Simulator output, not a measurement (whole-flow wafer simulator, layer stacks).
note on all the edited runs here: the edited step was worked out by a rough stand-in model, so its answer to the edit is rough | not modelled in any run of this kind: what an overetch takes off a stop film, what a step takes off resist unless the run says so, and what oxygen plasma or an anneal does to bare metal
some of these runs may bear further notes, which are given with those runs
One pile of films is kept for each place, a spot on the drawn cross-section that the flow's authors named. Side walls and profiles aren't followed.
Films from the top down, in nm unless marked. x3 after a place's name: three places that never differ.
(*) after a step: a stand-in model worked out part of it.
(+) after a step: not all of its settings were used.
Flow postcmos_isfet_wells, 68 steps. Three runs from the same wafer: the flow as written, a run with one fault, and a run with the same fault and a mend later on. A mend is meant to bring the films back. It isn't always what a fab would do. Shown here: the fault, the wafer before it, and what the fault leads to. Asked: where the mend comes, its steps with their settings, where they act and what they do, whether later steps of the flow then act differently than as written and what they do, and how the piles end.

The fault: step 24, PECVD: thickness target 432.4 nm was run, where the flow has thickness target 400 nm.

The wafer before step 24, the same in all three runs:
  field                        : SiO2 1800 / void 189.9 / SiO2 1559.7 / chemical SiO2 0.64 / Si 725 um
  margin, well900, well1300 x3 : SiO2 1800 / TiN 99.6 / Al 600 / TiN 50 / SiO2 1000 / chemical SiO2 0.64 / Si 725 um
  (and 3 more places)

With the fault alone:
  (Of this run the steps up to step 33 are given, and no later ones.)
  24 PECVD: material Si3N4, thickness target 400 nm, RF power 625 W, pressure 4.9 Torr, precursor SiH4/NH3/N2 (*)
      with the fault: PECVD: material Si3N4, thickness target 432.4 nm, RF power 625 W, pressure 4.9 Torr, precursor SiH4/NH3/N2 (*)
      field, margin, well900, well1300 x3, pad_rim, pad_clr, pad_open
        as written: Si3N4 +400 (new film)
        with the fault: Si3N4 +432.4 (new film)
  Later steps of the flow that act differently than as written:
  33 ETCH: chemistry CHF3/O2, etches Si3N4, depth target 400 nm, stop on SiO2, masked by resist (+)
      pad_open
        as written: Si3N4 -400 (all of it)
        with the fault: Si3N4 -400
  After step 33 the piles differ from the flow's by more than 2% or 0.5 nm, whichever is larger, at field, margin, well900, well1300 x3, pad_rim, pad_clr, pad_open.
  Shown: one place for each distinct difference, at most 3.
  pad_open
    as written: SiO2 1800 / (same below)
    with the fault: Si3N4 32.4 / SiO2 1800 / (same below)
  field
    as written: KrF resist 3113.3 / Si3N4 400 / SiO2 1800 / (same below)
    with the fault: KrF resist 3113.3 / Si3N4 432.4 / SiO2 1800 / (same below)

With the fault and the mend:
  The mend comes after step 24.
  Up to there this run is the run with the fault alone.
  24a ETCH: chemistry h3po4, depth target 32.4 nm
      field, margin, well900, well1300 x3, pad_rim, pad_clr, pad_open
        Si3N4 -32.4
  No later step of the flow acts differently than as written at any place that is followed.
  At the end the piles are the same as the flow's at every place that both follow.
